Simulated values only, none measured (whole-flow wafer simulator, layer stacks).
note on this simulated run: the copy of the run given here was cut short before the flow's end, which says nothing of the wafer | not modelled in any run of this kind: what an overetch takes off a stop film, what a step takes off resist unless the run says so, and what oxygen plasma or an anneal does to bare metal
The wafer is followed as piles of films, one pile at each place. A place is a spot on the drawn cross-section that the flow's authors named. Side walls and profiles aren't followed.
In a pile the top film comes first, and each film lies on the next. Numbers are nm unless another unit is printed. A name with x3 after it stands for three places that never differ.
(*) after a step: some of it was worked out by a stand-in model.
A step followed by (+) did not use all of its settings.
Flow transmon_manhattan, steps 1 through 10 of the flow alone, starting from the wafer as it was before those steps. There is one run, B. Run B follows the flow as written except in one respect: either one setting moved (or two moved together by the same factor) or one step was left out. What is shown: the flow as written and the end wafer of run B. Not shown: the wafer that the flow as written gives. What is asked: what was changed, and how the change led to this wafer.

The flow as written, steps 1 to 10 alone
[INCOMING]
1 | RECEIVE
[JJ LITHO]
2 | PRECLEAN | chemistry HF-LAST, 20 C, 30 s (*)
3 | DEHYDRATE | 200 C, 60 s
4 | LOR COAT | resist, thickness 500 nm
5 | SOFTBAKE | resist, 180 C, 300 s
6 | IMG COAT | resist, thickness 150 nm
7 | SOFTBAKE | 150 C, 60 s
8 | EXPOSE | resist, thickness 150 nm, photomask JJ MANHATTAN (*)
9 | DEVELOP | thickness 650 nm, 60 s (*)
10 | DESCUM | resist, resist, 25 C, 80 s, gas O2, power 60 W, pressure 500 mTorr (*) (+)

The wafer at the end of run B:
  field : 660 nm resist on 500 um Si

Cause: step 6, IMG COAT: thickness 172 nm was run, whereas the flow has thickness 150 nm.

Step by step, how the change led to this:
  6 | IMG COAT | resist, thickness 150 nm
      field, chan_a x2: resist gains 172 (in the flow as written it would be: resist gains 150)
  9 | DEVELOP | thickness 650 nm, 60 s (*)
      chan_a x2: resist loses 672 (all of it) (in the flow as written it would be: resist loses 650 (all of it))
